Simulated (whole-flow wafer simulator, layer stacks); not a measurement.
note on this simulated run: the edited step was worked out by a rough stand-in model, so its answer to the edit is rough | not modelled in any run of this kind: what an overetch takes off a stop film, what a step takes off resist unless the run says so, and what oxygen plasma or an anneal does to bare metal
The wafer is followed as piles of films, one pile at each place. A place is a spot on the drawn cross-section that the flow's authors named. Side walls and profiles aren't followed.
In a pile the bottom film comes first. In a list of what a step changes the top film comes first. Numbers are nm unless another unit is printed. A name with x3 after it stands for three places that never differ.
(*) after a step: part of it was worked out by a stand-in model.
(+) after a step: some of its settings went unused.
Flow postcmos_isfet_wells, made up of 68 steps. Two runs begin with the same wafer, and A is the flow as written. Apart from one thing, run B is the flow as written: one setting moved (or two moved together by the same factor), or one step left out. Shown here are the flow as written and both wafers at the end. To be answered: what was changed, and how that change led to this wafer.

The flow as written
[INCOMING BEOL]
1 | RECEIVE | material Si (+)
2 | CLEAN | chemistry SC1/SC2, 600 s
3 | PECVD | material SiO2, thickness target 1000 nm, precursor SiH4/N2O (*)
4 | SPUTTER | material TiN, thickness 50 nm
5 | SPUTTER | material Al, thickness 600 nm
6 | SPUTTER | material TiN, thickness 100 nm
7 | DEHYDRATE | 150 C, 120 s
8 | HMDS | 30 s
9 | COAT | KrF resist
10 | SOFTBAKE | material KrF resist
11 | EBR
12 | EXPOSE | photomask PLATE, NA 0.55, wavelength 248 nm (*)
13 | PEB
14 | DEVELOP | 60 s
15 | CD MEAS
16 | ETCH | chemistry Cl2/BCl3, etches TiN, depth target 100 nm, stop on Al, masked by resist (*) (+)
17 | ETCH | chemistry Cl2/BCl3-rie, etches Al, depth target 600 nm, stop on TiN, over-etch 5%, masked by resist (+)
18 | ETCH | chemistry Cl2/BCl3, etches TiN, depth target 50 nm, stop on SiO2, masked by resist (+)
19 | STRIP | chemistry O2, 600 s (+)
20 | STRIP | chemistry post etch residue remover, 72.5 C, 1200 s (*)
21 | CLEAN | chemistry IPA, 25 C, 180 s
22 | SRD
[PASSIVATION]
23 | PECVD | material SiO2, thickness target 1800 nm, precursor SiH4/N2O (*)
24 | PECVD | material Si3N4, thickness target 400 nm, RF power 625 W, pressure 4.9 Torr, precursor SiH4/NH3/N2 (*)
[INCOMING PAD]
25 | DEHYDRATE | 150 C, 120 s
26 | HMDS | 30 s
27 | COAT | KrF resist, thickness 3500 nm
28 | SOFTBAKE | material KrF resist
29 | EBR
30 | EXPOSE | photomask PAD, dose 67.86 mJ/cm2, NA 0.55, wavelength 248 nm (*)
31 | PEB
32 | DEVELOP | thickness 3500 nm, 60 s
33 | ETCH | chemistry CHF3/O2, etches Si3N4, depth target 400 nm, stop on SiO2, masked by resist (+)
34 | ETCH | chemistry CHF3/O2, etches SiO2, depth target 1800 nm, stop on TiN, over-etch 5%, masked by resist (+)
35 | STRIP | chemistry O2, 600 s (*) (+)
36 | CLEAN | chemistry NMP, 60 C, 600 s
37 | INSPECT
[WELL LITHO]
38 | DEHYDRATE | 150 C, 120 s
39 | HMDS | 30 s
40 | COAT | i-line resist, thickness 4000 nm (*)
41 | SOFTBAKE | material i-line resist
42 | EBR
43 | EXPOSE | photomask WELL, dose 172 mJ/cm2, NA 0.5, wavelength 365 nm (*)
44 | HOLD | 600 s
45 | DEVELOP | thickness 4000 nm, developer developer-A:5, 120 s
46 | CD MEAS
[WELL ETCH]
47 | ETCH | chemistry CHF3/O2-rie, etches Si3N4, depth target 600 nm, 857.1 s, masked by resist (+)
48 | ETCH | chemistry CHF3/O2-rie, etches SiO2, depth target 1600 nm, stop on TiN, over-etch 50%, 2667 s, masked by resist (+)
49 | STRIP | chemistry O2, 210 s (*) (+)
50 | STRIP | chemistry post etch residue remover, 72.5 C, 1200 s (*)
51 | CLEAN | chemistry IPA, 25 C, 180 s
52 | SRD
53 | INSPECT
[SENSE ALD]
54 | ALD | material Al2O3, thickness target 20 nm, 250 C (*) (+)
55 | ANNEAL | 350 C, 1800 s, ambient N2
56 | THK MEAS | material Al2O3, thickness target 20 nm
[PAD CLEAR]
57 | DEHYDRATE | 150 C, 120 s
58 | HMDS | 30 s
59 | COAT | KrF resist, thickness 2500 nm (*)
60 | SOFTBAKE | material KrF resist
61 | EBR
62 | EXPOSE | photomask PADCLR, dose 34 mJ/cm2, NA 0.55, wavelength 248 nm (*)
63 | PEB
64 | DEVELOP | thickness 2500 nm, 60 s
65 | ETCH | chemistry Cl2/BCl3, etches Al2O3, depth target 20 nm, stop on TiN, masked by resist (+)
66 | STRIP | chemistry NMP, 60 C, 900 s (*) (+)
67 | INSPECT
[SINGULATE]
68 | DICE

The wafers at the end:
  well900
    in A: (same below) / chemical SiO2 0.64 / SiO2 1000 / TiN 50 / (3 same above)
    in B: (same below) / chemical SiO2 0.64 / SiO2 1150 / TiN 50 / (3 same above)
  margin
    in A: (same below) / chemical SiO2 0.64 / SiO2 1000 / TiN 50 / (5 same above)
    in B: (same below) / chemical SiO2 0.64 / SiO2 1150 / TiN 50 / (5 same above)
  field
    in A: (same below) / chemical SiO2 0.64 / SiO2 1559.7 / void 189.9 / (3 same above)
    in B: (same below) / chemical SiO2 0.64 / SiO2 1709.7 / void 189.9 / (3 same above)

The reason: step 3, PECVD: thickness target 1150 nm was run, while the flow as written has thickness target 1000 nm.
The wafer itself shows it: well900 has SiO2 1150, and step 3 as written asks for 1000 nm.

How this came from the change, step by step:
  3 | PECVD | material SiO2, thickness target 1000 nm, precursor SiH4/N2O (*)
      field, margin, well900, well1300 x3, pad_rim, pad_clr, pad_open: A SiO2 gains 1000 (new film) | B SiO2 gains 1150 (new film)
